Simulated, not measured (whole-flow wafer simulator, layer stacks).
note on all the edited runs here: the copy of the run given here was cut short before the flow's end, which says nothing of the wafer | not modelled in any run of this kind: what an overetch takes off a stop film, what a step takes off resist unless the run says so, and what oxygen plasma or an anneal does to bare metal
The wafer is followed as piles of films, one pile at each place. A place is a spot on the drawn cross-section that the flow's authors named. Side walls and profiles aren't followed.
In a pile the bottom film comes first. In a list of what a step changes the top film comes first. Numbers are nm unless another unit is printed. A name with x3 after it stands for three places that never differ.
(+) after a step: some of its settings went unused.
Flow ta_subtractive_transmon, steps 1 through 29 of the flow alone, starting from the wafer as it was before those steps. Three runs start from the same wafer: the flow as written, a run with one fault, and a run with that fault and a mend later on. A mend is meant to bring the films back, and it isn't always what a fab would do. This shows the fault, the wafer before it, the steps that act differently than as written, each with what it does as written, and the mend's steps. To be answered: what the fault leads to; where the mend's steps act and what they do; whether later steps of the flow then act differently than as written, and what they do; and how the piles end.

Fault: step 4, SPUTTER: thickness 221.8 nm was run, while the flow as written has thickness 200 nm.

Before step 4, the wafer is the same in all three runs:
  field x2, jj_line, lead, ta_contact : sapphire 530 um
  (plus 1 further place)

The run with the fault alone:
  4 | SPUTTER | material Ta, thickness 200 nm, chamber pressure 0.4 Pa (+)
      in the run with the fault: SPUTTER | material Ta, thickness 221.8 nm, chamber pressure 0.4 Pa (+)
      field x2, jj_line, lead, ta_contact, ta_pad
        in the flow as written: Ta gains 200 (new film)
        in the run with the fault: Ta gains 221.8 (new film)
  Later steps of the flow acting differently than as written (not shown: 3 more steps that differ only slightly, by at most 2% or 0.5 nm, whichever is larger):
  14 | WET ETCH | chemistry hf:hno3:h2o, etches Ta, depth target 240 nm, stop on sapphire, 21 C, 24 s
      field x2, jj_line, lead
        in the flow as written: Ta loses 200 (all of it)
        in the run with the fault: Ta loses 221.8 (all of it)
  At ta_contact, ta_pad, the piles at the end differ from the flow's by more than 2% or 0.5 nm, whichever is larger.
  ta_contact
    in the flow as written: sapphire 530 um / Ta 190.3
    in the run with the fault: sapphire 530 um / Ta 212.1
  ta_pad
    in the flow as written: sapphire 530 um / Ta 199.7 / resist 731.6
    in the run with the fault: sapphire 530 um / Ta 221.5 / resist 728.5

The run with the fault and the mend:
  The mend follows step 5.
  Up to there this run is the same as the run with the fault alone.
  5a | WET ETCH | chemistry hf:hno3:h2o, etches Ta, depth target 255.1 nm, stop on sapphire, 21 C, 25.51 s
      field x2, jj_line, lead, ta_contact, ta_pad
        Ta loses 221.8 (all of it)
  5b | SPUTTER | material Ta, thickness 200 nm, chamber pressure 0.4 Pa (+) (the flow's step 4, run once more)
      field x2, jj_line, lead, ta_contact, ta_pad
        Ta gains 200 (new film)
  None of the later steps of the flow acts differently than as written at any place that is followed.
  By the end, the piles equal the flow's at every place that both follow.
